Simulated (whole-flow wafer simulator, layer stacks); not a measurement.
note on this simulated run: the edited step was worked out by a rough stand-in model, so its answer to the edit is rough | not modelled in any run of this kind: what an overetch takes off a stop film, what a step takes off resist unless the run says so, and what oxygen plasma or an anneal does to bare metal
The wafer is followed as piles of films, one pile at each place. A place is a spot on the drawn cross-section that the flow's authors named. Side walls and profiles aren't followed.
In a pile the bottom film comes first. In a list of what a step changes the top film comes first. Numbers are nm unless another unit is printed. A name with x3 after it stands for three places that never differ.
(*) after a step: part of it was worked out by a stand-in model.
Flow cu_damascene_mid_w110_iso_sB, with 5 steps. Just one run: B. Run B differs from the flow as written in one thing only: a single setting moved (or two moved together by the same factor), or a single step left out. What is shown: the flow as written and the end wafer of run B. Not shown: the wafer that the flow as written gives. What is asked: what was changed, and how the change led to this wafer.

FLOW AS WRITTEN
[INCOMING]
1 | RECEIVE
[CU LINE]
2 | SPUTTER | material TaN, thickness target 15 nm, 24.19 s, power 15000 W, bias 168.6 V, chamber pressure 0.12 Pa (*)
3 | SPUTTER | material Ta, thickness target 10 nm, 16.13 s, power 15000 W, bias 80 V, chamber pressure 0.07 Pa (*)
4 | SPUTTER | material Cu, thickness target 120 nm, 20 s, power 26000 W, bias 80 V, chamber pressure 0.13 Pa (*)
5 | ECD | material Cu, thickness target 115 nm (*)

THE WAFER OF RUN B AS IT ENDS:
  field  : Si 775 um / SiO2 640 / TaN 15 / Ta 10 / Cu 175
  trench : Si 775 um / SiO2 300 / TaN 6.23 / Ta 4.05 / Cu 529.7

What caused this: step 4, SPUTTER: 10 s was run, though the flow has 20 s.

How this came from the change, step by step:
  4 | SPUTTER | material Cu, thickness target 120 nm, 20 s, power 26000 W, bias 80 V, chamber pressure 0.13 Pa (*)
      field: +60 Cu (new film) (in the flow as written it would be: +120 Cu (new film))
      trench: +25 Cu (new film) (in the flow as written it would be: +49.9 Cu (new film))
  5 | ECD | material Cu, thickness target 115 nm (*)
      trench: +504.8 Cu (in the flow as written it would be: +539.8 Cu)
